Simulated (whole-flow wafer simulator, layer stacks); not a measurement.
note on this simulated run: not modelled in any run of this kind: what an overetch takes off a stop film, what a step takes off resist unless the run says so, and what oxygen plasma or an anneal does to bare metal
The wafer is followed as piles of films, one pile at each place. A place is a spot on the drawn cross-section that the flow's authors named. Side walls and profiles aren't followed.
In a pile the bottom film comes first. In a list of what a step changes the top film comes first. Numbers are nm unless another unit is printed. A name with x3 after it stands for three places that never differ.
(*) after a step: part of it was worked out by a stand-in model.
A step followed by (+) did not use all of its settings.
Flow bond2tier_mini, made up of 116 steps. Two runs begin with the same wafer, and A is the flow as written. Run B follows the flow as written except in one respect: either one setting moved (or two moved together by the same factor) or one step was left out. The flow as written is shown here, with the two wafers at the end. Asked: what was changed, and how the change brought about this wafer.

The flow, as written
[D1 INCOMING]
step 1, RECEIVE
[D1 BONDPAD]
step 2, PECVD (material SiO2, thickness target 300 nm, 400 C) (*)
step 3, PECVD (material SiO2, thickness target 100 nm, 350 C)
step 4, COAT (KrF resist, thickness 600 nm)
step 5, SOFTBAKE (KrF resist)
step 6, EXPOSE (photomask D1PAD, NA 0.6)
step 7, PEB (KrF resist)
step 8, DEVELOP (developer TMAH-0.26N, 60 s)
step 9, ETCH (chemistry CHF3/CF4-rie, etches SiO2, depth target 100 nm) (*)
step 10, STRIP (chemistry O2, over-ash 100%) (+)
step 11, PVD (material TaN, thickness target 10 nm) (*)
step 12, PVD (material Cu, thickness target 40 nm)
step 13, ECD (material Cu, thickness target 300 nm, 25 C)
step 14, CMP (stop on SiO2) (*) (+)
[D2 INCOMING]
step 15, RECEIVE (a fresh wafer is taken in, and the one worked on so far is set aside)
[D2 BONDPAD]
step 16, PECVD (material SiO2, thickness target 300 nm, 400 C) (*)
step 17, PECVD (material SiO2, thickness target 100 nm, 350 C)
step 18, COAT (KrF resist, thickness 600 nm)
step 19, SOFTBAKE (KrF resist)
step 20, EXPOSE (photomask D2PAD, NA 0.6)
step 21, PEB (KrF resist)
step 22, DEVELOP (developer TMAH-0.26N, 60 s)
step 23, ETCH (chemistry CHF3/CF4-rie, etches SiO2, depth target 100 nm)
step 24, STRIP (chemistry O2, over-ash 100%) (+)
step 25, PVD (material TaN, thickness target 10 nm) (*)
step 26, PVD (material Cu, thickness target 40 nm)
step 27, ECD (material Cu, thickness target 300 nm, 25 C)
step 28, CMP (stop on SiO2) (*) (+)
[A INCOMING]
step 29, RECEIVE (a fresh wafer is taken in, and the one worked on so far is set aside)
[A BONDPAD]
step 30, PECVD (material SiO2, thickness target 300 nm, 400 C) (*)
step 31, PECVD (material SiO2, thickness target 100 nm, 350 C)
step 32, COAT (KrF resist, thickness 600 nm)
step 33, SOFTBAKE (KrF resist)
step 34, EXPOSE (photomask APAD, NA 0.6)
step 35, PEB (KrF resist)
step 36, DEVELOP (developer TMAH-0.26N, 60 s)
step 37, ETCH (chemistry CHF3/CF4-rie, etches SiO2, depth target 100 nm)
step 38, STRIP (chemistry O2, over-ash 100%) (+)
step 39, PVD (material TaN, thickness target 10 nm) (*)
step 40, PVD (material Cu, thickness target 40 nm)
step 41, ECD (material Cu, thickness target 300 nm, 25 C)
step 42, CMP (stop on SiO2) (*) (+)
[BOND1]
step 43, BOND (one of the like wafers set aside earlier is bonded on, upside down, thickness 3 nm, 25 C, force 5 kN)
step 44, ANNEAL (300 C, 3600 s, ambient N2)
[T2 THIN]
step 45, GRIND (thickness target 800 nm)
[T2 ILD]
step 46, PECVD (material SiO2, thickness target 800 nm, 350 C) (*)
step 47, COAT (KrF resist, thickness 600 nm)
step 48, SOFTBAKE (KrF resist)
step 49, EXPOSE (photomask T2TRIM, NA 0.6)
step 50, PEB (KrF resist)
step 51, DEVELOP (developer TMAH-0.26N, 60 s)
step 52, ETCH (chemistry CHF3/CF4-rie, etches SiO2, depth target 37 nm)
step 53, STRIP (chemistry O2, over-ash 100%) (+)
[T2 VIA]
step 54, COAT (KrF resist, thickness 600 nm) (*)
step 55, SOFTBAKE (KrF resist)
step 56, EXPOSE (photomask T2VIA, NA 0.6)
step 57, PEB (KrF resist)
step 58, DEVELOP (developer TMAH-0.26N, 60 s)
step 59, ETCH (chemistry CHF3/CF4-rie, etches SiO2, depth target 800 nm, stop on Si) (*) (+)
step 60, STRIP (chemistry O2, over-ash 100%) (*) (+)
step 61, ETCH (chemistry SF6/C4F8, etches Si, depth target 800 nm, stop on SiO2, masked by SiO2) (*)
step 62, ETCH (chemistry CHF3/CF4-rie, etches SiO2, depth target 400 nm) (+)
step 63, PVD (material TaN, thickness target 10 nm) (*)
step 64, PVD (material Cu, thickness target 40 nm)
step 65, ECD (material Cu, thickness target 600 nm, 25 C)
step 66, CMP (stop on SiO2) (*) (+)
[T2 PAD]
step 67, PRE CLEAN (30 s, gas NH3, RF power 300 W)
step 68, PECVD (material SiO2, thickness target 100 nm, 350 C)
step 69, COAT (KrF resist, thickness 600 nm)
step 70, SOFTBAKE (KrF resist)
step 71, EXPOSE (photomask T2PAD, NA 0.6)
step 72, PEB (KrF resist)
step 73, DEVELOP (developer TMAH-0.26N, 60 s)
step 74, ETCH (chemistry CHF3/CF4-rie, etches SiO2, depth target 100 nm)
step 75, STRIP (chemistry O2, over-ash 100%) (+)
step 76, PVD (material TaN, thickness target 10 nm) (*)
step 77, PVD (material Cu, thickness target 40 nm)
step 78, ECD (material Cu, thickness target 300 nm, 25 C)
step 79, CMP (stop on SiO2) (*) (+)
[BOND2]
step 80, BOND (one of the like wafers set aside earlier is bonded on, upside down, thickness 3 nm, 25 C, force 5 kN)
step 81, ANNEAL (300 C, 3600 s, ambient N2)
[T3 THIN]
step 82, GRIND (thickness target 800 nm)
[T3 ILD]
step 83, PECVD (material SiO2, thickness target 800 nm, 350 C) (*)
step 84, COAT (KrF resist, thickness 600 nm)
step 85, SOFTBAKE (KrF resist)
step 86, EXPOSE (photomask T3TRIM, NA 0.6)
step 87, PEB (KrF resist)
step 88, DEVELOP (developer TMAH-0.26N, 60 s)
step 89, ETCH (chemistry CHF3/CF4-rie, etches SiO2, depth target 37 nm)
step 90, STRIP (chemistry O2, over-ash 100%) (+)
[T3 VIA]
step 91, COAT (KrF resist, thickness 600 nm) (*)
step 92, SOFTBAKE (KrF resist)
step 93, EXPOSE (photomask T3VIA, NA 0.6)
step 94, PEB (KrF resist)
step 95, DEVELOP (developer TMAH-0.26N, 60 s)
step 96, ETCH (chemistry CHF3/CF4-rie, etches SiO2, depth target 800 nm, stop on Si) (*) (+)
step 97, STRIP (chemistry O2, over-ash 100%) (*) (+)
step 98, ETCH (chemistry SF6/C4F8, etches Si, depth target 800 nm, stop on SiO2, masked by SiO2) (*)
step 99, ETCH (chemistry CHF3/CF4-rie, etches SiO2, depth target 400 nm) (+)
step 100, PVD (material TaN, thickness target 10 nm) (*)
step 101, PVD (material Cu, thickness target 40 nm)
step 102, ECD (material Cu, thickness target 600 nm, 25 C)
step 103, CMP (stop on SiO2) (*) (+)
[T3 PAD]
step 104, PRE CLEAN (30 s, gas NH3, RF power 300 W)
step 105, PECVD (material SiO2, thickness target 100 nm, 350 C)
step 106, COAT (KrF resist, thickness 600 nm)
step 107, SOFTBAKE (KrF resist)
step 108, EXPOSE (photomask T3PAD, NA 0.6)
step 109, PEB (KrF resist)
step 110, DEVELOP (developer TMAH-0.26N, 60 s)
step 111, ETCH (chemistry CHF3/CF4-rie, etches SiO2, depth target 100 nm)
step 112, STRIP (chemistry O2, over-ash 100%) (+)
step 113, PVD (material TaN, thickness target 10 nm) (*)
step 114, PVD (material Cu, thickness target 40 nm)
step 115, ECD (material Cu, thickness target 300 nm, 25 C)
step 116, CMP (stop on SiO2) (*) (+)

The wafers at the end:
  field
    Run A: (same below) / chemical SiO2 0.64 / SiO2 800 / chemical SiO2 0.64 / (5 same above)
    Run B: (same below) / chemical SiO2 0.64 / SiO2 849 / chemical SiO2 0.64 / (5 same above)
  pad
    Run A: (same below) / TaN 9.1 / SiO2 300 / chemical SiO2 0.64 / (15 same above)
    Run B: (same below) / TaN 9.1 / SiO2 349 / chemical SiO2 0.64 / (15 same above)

The reason: step 3, PECVD: thickness target 149 nm was run, whereas the flow has thickness target 100 nm.

Step by step, how the change led to this:
  step 3, PECVD (material SiO2, thickness target 100 nm, 350 C)
      field, pad, via: A +100 SiO2 | B +149 SiO2
  step 43, BOND (one of the like wafers set aside earlier is bonded on, upside down, thickness 3 nm, 25 C, force 5 kN)
      field: A +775 um Si (new film), +0.64 chemical SiO2 (new film), +400 SiO2 | B +775 um Si (new film), +0.64 chemical SiO2 (new film), +449 SiO2
      pad: A +775 um Si (new film), +0.64 chemical SiO2 (new film), +300 SiO2 (new film), +9.1 TaN (new film), +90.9 Cu | B +775 um Si (new film), +0.64 chemical SiO2 (new film), +349 SiO2 (new film), +9.1 TaN (new film), +90.9 Cu
      (as well as at 1 more place)
